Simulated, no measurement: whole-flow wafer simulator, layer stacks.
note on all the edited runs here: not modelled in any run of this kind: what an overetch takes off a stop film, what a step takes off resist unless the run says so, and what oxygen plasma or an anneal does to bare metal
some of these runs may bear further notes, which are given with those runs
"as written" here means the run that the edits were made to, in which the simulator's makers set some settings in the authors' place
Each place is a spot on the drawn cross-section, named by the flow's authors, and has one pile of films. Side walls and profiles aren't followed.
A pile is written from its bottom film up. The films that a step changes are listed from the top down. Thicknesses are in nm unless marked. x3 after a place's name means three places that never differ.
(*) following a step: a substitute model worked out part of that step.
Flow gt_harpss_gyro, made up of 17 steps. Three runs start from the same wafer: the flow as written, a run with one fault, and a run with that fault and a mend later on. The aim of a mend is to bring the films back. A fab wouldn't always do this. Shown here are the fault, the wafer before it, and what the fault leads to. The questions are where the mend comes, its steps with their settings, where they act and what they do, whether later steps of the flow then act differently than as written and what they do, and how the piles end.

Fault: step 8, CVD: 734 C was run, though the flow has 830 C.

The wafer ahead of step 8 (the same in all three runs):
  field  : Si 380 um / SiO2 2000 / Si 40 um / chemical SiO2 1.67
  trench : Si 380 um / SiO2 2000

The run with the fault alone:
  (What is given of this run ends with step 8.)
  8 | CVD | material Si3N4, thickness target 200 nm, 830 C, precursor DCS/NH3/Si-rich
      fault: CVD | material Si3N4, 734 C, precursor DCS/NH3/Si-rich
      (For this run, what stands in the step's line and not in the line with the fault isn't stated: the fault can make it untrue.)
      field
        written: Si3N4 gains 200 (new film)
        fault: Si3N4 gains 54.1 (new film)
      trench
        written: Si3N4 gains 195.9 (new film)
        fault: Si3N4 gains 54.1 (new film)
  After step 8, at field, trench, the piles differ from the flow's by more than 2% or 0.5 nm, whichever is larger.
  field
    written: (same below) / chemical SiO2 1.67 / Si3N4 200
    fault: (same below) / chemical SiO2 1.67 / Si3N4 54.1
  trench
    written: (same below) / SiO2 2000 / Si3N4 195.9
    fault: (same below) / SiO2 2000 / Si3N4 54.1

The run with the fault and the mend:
  After step 8 comes the mend.
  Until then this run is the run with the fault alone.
  8a | CVD | material Si3N4, thickness target 145.3 nm, 830 C, precursor DCS/NH3/Si-rich (the flow's step 8 again, with other settings)
      field
        Si3N4 gains 145.3
      trench
        Si3N4 gains 142.1
  Steps further on in the flow that do not act as written:
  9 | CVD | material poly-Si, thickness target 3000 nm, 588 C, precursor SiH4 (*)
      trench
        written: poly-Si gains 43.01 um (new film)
        mend: poly-Si gains 43 um (new film)
  At the end the piles are close to the flow's at the places that both follow, differing by at most 2% or 0.5 nm, whichever is larger.
